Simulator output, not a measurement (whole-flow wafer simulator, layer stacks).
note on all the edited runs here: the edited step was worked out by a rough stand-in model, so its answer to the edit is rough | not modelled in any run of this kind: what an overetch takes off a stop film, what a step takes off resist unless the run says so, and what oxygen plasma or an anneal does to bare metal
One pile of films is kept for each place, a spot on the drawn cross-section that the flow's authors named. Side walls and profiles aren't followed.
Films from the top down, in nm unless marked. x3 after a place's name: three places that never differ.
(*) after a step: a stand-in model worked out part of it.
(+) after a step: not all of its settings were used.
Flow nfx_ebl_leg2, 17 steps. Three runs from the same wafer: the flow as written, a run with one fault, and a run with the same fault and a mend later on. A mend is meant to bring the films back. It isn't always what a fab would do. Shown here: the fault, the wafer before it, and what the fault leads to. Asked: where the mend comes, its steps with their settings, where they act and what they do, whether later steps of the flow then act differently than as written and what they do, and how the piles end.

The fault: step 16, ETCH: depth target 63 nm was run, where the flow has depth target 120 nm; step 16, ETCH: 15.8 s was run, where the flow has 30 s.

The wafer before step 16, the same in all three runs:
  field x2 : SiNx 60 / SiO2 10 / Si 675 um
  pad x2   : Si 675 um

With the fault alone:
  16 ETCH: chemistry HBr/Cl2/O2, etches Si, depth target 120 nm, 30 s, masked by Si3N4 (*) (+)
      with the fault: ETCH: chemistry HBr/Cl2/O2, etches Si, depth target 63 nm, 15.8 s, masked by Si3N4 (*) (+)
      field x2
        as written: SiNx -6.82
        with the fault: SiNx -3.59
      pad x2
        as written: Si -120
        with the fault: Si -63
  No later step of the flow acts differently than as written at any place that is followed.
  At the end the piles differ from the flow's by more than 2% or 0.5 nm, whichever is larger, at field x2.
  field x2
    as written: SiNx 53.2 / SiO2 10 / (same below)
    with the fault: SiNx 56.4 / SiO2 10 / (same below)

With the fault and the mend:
  The mend comes after step 17.
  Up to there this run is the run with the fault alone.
  17a ETCH: chemistry HBr/Cl2/O2, etches Si, depth target 57 nm, 14.25 s, masked by Si3N4 (*) (+) (the flow's step 16 once more, with other settings)
      field x2
        SiNx -3.24
      pad x2
        Si -57
  No later step of the flow acts differently than as written at any place that is followed.
  At the end the piles are the same as the flow's at every place that both follow.
